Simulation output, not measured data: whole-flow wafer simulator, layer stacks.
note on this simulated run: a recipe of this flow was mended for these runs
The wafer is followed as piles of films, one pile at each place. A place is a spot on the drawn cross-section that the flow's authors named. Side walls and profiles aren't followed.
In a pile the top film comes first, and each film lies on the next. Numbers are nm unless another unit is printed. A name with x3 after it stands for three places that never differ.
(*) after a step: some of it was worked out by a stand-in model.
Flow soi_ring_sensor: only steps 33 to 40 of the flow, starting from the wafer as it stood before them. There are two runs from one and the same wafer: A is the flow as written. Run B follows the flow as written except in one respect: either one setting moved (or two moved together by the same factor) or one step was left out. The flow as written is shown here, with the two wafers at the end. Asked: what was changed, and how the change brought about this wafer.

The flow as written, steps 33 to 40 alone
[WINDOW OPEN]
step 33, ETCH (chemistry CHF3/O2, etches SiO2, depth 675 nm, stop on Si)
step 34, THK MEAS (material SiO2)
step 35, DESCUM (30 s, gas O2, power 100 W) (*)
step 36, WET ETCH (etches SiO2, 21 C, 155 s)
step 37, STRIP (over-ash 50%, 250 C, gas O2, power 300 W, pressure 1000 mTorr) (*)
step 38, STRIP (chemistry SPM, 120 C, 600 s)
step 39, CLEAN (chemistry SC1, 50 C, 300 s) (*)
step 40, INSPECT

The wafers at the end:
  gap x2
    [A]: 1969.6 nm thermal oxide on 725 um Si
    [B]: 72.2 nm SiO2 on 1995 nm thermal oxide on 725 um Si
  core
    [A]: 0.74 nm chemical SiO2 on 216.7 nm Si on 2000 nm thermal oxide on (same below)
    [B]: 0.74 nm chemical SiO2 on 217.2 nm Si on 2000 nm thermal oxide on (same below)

The reason: step 36, WET ETCH: 108 s was run, whereas the flow has 155 s.

The path from the change to this, step by step:
  step 36, WET ETCH (etches SiO2, 21 C, 155 s)
      gap x2: A -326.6 SiO2 (all of it), -25 thermal oxide | B -253.7 SiO2
      core: A -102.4 SiO2 (all of it), -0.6 chemical SiO2 (all of it), -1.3 Si | B -102.4 SiO2 (all of it), -0.6 chemical SiO2 (all of it), -0.75 Si
  step 39, CLEAN (chemistry SC1, 50 C, 300 s) (*)
      gap x2: A -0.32 thermal oxide | B -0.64 SiO2
